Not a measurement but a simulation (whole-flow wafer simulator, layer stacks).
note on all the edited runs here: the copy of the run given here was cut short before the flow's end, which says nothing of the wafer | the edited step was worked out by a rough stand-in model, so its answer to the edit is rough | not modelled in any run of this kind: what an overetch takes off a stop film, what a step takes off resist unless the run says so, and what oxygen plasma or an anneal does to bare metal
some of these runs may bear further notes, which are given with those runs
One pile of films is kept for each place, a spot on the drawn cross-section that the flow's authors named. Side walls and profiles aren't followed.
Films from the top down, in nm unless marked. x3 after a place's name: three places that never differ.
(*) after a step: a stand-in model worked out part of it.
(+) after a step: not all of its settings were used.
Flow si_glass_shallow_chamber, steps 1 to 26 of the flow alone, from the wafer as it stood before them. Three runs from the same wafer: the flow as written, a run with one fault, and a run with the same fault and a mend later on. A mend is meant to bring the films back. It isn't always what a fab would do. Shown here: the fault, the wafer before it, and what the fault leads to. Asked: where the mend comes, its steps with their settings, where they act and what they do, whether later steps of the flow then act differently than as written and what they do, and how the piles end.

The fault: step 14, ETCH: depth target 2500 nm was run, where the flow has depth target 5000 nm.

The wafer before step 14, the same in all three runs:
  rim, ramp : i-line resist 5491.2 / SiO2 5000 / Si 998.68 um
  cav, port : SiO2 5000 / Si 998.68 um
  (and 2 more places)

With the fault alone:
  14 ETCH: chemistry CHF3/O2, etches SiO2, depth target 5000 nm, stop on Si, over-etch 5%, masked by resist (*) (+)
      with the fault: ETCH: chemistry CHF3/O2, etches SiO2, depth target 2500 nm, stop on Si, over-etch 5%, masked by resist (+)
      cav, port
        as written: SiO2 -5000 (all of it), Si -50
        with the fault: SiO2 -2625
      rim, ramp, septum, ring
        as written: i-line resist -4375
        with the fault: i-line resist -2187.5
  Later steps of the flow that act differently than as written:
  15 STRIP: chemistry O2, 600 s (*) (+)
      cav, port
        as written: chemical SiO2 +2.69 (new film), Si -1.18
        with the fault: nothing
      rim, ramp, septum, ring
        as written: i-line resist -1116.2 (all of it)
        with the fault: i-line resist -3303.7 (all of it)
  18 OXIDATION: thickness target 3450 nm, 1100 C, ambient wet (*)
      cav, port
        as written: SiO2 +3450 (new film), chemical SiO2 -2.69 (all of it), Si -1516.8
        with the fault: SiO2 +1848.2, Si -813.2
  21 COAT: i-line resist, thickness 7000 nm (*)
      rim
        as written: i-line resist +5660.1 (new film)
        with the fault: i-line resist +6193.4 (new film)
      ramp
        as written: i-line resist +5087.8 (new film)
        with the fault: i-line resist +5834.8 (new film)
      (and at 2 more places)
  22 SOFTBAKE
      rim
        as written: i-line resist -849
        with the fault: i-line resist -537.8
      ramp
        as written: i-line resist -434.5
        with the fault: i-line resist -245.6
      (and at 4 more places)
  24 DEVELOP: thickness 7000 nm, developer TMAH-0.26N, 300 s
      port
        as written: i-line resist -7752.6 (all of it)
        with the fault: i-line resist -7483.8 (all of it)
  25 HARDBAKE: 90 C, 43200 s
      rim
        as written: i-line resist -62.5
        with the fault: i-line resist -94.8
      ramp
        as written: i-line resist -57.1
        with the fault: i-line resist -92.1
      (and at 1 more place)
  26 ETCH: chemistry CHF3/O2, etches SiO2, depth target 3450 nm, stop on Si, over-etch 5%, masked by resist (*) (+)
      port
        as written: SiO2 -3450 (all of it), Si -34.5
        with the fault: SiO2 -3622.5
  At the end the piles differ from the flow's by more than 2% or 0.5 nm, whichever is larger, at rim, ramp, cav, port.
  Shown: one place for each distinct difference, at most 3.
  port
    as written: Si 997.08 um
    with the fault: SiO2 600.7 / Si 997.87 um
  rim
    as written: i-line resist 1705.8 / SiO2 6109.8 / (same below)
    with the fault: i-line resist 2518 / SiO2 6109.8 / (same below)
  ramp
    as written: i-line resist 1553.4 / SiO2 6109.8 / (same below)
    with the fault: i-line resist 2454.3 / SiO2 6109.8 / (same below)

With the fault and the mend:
  The mend comes after step 14.
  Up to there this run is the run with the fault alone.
  14a ETCH: chemistry CHF3/O2, etches SiO2, depth target 2500 nm, stop on Si, over-etch 5%, masked by resist (*) (the flow's step 14 once more, with other settings)
      rim, ramp, septum, ring
        i-line resist -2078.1
      cav, port
        SiO2 -2375 (all of it), Si -50
  Later steps of the flow that act differently than as written:
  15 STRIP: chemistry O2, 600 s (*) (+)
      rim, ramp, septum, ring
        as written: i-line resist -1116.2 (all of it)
        with the mend: i-line resist -1225.5 (all of it)
  At the end the piles are the same as the flow's at every place that both follow.
